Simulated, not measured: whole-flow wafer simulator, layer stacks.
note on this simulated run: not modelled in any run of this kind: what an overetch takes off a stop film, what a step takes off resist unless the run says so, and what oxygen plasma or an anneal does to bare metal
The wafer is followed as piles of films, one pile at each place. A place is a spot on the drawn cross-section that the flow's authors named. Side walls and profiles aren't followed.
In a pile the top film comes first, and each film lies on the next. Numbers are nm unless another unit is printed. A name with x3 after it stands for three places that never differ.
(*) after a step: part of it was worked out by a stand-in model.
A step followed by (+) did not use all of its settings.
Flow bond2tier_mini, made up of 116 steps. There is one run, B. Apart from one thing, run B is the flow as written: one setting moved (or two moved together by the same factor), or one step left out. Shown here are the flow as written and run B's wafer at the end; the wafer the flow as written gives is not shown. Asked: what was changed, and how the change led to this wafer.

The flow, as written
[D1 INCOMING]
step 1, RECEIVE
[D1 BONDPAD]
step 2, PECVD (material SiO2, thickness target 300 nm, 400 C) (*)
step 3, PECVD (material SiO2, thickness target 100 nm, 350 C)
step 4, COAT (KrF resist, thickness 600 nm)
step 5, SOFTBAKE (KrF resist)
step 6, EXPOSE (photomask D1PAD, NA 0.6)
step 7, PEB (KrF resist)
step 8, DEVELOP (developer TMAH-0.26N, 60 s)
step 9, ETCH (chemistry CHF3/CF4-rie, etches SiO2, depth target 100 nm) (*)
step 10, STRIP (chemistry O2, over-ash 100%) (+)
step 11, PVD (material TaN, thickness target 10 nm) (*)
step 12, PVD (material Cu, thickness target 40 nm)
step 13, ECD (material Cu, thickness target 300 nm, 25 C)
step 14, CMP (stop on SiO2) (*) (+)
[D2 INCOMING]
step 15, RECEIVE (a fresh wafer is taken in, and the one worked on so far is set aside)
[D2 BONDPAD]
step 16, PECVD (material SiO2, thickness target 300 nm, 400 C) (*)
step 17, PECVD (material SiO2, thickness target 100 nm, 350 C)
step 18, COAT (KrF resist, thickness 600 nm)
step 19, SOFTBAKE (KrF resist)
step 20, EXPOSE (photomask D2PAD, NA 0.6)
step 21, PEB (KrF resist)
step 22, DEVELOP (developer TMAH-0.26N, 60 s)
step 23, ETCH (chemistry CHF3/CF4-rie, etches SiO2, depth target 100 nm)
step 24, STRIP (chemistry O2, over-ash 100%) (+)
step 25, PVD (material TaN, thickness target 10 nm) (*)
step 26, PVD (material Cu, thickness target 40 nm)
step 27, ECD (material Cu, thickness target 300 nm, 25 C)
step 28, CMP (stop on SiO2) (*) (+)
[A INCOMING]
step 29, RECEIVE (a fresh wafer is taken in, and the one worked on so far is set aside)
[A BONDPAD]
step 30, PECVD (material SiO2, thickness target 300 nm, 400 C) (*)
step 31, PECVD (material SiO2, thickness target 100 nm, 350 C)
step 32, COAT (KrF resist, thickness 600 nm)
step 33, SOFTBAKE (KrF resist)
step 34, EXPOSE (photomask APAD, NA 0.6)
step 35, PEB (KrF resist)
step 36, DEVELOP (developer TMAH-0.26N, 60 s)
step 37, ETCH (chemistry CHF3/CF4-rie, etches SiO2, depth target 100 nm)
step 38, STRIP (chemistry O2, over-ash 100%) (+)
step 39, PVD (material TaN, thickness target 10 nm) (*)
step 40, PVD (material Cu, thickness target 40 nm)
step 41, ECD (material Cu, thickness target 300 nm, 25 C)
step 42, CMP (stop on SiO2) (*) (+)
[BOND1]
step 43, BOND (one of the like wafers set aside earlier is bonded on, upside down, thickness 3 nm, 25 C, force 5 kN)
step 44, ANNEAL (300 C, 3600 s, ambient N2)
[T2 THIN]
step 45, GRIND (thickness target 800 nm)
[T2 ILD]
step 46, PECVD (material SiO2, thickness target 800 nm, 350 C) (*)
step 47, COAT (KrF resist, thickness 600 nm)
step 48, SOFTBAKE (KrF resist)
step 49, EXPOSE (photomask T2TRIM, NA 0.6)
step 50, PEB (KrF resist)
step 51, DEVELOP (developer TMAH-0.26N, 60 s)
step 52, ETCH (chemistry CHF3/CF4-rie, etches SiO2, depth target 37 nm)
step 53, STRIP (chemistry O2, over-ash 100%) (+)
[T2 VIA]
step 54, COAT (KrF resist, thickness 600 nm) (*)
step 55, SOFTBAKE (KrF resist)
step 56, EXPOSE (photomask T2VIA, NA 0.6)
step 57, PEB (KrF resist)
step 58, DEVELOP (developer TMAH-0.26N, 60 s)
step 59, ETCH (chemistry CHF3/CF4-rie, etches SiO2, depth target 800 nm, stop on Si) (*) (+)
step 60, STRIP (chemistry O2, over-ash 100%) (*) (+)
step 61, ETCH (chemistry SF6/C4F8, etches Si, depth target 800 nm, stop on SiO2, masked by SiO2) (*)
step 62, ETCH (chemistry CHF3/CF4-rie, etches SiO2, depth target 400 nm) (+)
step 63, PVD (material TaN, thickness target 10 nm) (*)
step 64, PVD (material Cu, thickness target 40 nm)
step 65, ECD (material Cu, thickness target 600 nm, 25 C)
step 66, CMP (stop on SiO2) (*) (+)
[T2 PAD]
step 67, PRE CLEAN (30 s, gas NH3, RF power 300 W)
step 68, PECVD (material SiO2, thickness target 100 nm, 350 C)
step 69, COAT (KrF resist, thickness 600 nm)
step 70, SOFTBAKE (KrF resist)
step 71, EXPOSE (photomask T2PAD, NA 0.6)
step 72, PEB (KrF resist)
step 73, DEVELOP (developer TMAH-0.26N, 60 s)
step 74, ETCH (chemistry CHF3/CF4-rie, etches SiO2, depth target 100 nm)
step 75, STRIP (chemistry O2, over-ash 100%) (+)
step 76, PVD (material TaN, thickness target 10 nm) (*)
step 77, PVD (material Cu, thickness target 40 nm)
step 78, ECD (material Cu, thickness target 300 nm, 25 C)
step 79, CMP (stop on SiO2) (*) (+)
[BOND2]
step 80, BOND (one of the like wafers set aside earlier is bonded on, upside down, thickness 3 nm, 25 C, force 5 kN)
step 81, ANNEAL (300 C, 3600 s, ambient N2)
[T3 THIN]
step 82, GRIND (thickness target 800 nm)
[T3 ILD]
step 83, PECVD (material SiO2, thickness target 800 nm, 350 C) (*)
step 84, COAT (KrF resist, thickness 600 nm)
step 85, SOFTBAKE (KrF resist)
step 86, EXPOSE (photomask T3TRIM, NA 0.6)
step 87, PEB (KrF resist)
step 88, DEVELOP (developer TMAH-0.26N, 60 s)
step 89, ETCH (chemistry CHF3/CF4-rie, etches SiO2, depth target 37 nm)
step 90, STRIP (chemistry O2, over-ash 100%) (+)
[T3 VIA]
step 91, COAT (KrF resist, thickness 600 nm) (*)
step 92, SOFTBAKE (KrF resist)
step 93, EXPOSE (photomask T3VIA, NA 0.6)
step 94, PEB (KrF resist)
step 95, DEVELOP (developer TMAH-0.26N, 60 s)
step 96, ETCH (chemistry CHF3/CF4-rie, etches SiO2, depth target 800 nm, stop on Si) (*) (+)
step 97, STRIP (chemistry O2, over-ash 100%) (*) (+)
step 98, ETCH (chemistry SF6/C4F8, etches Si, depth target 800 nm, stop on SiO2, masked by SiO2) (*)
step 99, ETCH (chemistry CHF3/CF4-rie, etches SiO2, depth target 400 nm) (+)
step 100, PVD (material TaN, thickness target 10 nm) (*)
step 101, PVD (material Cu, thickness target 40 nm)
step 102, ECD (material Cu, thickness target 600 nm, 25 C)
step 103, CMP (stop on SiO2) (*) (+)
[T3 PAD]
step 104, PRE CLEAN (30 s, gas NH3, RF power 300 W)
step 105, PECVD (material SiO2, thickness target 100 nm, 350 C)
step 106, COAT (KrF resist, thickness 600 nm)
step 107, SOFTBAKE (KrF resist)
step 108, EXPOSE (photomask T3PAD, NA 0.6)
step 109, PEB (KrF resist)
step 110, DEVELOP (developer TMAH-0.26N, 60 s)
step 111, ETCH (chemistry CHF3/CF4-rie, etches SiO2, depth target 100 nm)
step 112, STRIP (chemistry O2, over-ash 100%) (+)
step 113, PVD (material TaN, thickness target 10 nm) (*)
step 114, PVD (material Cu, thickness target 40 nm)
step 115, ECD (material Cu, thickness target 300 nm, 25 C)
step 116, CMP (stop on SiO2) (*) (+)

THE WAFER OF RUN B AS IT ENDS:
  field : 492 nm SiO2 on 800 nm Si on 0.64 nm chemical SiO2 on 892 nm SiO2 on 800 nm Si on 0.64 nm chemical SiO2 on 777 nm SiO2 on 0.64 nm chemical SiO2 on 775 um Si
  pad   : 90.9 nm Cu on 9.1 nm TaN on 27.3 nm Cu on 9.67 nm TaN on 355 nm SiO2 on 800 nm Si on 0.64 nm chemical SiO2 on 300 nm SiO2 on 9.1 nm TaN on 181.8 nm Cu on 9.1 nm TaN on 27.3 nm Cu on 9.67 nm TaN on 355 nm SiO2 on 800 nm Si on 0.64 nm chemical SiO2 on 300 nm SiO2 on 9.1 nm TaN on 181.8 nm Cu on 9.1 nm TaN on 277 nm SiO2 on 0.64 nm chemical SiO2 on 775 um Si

The reason: step 31, PECVD: thickness target 77 nm was run, though the flow has thickness target 100 nm.

The path from the change to this, step by step:
  step 31, PECVD (material SiO2, thickness target 100 nm, 350 C)
      field, pad, via: +77 SiO2 (as written it would have been: +100 SiO2)
